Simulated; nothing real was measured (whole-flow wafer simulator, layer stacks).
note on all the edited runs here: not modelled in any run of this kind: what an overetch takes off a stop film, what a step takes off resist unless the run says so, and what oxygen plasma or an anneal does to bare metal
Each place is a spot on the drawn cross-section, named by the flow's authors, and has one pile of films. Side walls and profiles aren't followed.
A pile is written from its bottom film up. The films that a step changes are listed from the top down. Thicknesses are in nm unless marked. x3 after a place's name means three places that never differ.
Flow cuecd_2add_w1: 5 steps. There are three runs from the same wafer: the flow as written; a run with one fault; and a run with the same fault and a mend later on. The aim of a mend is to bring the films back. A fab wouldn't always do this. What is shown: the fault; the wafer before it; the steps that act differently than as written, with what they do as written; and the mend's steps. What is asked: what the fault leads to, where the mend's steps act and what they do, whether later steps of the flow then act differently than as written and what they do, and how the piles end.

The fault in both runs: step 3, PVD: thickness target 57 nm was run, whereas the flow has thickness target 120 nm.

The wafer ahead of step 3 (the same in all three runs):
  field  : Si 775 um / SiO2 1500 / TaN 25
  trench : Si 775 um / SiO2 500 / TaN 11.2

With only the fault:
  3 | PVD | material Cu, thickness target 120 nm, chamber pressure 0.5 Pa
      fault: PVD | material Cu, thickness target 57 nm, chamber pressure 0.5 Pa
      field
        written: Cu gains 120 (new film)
        fault: Cu gains 57 (new film)
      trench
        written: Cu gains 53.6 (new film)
        fault: Cu gains 26 (new film)
  None of the later steps of the flow differs from how it acts as written, at any place that is followed, by more than 2% or 0.5 nm, whichever is larger.
  The piles end different from the flow's at field, trench by more than 2% or 0.5 nm, whichever is larger.
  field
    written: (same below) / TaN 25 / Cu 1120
    fault: (same below) / TaN 25 / Cu 1057
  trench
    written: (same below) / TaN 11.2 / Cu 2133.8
    fault: (same below) / TaN 11.2 / Cu 2070.8

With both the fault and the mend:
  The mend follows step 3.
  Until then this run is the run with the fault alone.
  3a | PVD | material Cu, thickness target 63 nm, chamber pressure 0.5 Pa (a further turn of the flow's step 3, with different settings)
      field
        Cu gains 63
      trench
        Cu gains 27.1
  None of the later steps of the flow differs from how it acts as written, at any place that is followed, by more than 2% or 0.5 nm, whichever is larger.
  The piles end the same as the flow's at every place that both follow.
